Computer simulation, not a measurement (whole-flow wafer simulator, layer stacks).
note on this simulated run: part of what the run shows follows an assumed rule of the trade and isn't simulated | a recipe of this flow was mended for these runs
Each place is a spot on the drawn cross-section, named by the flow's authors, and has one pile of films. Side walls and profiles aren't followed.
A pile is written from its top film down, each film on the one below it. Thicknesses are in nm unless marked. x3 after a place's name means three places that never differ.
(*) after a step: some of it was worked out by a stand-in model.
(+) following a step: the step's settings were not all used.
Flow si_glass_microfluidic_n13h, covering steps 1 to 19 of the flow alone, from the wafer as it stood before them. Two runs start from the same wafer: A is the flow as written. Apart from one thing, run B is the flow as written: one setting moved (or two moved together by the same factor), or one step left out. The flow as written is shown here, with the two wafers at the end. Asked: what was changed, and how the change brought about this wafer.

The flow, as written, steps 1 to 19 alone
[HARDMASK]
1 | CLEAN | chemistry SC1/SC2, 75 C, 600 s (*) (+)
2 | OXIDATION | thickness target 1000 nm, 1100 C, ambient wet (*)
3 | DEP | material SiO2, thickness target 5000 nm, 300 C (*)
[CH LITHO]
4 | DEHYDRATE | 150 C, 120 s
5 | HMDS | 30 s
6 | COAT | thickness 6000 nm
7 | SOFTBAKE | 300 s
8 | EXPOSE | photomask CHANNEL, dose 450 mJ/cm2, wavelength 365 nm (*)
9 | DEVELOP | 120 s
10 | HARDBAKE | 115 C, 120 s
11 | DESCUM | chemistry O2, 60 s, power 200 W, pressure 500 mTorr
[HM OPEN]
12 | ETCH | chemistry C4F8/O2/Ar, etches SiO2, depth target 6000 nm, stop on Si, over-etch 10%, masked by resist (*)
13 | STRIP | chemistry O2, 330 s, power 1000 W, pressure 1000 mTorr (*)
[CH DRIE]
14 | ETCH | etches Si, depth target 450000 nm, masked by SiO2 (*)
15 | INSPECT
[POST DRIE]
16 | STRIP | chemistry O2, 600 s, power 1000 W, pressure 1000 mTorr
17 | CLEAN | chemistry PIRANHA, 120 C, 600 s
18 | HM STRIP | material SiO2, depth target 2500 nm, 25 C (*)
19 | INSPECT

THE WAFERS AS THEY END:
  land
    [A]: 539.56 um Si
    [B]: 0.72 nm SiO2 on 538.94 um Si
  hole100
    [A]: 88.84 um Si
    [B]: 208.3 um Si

Cause: step 2, OXIDATION: thickness target 2400 nm was run, while the flow as written has thickness target 1000 nm.

The path from the change to this, step by step:
  2 | OXIDATION | thickness target 1000 nm, 1100 C, ambient wet (*)
      land, hole100: A +1000 SiO2 (new film), -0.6 chemical SiO2 (all of it), -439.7 Si | B +2400 SiO2 (new film), -0.6 chemical SiO2 (all of it), -1055.7 Si
  12 | ETCH | chemistry C4F8/O2/Ar, etches SiO2, depth target 6000 nm, stop on Si, over-etch 10%, masked by resist (*)
      hole100: A -6000 SiO2 (all of it), -75 Si | B -6600 SiO2
  13 | STRIP | chemistry O2, 330 s, power 1000 W, pressure 1000 mTorr (*)
      hole100: A +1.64 chemical SiO2 (new film), -0.72 Si | B nothing
  14 | ETCH | etches Si, depth target 450000 nm, masked by SiO2 (*)
      hole100: A -1.64 chemical SiO2 (all of it), -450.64 um Si | B -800 SiO2 (all of it), -330.64 um Si
  18 | HM STRIP | material SiO2, depth target 2500 nm, 25 C (*)
      land: A -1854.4 SiO2 (all of it) | B -3250 SiO2
